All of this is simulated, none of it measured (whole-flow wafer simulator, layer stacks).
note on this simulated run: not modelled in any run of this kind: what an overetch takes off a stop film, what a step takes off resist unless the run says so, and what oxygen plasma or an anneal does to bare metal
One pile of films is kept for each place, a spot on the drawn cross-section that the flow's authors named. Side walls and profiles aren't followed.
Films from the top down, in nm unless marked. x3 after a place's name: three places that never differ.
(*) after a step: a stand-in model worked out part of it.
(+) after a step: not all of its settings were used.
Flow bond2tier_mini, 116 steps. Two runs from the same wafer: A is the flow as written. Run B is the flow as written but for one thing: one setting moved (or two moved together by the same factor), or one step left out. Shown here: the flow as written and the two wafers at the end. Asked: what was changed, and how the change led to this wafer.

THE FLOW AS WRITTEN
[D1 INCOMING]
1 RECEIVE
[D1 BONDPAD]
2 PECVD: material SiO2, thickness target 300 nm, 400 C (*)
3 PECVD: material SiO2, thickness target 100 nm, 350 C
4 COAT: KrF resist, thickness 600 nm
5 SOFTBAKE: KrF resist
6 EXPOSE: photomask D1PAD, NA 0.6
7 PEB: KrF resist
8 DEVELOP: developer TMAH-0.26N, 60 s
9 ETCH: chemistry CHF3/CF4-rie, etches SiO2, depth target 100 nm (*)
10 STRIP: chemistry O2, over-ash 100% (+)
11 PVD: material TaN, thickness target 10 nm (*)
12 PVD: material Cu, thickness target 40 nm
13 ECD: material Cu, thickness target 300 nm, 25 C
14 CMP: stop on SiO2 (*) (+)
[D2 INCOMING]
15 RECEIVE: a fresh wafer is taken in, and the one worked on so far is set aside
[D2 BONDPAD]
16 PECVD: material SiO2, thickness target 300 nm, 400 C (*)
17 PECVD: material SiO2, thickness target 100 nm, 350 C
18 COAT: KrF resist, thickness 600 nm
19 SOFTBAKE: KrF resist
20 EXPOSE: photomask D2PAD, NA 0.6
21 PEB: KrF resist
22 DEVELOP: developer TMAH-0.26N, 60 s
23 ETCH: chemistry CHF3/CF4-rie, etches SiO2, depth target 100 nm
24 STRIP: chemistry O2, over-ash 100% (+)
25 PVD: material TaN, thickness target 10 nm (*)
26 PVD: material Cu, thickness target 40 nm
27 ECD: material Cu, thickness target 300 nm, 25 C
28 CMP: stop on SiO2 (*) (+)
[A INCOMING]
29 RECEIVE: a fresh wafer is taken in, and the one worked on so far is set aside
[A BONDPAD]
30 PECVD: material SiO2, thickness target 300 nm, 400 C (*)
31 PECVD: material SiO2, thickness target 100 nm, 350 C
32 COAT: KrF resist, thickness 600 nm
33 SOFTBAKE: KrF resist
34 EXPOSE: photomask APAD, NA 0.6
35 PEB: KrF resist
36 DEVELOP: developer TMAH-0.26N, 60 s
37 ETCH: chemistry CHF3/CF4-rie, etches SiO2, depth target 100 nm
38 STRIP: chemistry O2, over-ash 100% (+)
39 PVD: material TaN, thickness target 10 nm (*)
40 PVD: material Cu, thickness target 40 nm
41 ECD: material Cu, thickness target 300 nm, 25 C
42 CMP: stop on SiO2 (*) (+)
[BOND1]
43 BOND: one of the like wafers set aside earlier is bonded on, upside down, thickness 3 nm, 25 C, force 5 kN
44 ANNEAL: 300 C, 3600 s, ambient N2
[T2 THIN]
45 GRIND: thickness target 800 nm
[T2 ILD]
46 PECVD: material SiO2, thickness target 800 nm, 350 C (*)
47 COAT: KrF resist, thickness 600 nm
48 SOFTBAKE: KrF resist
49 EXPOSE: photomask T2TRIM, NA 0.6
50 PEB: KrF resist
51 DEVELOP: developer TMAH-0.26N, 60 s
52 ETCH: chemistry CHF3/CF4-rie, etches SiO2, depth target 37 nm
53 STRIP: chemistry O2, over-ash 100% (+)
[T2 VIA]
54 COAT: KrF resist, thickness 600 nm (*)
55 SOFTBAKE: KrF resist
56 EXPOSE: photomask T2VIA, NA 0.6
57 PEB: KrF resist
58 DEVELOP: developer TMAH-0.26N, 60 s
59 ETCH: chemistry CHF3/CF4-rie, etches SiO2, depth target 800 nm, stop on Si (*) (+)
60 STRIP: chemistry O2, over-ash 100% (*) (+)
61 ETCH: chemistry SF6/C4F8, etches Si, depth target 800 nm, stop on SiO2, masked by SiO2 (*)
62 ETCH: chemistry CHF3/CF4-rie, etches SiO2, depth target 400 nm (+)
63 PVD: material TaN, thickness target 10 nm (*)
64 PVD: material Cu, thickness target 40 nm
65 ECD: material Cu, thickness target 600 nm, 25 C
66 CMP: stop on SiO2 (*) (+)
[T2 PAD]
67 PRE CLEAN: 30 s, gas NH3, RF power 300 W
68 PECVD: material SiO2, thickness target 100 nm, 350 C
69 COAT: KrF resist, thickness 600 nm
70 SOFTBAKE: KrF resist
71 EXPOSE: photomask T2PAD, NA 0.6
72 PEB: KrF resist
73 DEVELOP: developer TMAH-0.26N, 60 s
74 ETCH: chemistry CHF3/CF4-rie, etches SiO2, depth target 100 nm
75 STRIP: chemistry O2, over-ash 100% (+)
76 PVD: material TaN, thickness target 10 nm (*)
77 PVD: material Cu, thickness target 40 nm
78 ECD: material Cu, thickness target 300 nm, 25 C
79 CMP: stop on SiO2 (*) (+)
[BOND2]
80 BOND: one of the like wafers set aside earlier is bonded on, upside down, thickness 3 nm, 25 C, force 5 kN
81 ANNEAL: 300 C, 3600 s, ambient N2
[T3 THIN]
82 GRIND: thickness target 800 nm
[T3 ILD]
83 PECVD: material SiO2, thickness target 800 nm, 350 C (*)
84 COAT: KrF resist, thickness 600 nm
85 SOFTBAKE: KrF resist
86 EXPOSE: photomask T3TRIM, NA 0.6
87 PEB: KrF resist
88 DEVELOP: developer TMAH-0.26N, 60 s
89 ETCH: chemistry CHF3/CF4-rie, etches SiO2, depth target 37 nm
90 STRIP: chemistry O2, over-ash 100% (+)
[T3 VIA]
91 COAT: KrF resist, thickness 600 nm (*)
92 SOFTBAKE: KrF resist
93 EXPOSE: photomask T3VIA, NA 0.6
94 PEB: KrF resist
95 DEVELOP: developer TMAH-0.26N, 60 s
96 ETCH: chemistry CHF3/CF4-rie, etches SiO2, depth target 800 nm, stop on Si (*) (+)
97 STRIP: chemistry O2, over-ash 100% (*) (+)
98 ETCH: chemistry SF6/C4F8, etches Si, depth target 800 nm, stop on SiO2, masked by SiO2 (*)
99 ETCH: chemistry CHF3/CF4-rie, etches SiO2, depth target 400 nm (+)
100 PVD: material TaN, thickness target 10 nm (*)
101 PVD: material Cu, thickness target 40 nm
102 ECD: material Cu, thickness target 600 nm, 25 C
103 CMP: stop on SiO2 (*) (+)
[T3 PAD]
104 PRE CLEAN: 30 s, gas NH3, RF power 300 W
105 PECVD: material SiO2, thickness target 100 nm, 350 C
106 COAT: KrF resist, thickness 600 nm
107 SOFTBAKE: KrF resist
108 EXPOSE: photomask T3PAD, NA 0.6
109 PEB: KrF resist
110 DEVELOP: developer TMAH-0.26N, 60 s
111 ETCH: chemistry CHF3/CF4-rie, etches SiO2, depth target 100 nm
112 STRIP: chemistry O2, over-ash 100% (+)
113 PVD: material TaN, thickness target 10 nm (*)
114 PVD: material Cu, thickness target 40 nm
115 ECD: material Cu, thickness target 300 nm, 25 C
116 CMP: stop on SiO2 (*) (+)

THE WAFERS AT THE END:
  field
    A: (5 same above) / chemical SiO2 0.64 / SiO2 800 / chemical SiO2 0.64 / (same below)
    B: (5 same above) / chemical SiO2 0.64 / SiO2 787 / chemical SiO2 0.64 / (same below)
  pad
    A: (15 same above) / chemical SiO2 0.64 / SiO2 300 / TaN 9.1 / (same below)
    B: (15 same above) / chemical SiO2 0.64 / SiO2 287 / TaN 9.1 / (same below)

The cause: step 3, PECVD: thickness target 87 nm was run, where the flow has thickness target 100 nm.

How the change led to this, step by step:
  3 PECVD: material SiO2, thickness target 100 nm, 350 C
      field, pad, via: A SiO2 +100 | B SiO2 +87
  43 BOND: one of the like wafers set aside earlier is bonded on, upside down, thickness 3 nm, 25 C, force 5 kN
      field: A Si +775 um (new film), chemical SiO2 +0.64 (new film), SiO2 +400 | B Si +775 um (new film), chemical SiO2 +0.64 (new film), SiO2 +387
      pad: A Si +775 um (new film), chemical SiO2 +0.64 (new film), SiO2 +300 (new film), TaN +9.1 (new film), Cu +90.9 | B Si +775 um (new film), chemical SiO2 +0.64 (new film), SiO2 +287 (new film), TaN +9.1 (new film), Cu +90.9
      (and at 1 more place)
